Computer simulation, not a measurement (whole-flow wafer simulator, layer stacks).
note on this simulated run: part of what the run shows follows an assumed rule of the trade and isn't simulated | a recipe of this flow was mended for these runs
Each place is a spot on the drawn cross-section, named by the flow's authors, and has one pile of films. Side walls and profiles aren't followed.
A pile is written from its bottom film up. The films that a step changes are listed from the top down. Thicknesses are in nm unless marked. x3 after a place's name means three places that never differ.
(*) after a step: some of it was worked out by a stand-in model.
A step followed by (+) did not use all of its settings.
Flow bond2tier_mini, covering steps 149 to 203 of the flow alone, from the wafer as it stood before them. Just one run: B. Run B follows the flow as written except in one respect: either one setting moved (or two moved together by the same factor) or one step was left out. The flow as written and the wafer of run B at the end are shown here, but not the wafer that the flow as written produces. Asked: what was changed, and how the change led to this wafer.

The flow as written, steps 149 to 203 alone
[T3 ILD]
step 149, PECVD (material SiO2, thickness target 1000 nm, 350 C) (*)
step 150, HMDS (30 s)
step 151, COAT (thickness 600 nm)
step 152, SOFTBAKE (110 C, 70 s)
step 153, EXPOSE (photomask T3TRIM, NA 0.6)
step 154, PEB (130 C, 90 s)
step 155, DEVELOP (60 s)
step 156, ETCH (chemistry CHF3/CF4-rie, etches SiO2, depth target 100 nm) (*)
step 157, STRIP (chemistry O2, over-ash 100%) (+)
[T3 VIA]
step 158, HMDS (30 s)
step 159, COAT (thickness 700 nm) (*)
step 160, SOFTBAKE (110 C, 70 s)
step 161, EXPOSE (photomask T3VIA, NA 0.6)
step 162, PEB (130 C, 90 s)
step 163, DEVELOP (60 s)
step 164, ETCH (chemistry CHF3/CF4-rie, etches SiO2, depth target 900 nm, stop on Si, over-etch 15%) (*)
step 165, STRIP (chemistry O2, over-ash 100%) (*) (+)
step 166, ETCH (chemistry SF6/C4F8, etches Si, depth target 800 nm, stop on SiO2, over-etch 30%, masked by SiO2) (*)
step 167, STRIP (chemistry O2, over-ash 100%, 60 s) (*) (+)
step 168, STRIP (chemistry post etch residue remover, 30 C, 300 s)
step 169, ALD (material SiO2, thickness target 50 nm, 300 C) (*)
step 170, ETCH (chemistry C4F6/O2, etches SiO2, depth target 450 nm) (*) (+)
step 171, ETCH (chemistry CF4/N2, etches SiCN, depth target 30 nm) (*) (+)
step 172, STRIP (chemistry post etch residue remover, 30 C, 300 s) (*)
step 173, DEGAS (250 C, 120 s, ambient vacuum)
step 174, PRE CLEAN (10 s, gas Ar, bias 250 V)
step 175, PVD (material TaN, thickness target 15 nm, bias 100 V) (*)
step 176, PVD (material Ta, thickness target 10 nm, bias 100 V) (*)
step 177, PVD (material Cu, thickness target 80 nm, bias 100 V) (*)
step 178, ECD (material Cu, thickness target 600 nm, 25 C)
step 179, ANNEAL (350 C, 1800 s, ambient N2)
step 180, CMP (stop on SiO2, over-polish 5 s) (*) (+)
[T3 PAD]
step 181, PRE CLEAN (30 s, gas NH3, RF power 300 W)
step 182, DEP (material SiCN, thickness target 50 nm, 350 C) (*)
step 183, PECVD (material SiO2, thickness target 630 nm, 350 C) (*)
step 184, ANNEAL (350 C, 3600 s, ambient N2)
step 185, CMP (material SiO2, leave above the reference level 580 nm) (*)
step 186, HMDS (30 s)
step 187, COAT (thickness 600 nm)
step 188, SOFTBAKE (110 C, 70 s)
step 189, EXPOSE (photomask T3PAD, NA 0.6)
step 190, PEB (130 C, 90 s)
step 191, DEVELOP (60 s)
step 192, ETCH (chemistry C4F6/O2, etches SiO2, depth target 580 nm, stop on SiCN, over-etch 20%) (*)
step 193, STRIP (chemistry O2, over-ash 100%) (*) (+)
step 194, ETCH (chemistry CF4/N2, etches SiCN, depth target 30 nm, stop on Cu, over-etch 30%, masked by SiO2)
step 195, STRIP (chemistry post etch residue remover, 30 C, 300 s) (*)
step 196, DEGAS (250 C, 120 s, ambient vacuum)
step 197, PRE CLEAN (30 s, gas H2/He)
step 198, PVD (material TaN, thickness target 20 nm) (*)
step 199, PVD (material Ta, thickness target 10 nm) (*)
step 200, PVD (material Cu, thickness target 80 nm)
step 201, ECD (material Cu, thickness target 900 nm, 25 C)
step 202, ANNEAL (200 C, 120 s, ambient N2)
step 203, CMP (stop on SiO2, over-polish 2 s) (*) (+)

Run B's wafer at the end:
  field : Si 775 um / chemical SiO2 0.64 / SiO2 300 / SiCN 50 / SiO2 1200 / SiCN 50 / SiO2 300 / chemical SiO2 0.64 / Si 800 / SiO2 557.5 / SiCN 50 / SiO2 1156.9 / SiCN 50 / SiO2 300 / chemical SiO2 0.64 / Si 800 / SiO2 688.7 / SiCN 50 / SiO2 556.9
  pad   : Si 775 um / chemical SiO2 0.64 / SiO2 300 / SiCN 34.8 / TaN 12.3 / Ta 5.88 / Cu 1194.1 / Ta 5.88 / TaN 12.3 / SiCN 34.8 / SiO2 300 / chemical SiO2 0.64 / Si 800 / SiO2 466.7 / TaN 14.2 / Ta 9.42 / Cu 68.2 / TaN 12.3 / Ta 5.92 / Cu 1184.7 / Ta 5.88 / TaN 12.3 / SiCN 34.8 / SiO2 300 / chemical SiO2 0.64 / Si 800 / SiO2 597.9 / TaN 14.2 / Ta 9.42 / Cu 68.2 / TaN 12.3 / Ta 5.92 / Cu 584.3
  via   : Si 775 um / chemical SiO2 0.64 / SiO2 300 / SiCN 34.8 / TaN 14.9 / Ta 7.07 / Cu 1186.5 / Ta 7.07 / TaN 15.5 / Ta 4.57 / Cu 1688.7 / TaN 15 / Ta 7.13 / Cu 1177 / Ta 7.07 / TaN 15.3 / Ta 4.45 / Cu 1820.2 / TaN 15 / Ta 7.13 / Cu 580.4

The reason: step 149, PECVD: thickness target 1131 nm was run, while the flow as written has thickness target 1000 nm.

Step by step, how the change led to this:
  step 149, PECVD (material SiO2, thickness target 1000 nm, 350 C) (*)
      field, pad, via: SiO2 gains 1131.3 (new film) (in the flow as written it would be: SiO2 gains 1000 (new film))
  step 164, ETCH (chemistry CHF3/CF4-rie, etches SiO2, depth target 900 nm, stop on Si, over-etch 15%) (*)
      via: SiO2 loses 1031.3 (all of it), Si loses 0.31 (in the flow as written it would be: SiO2 loses 900 (all of it), Si loses 11.2)
  step 177, PVD (material Cu, thickness target 80 nm, bias 100 V) (*)
      via: Cu gains 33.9 (new film) (in the flow as written it would be: Cu gains 35 (new film))
  step 178, ECD (material Cu, thickness target 600 nm, 25 C)
      via: Cu gains 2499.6 (in the flow as written it would be: Cu gains 2367)
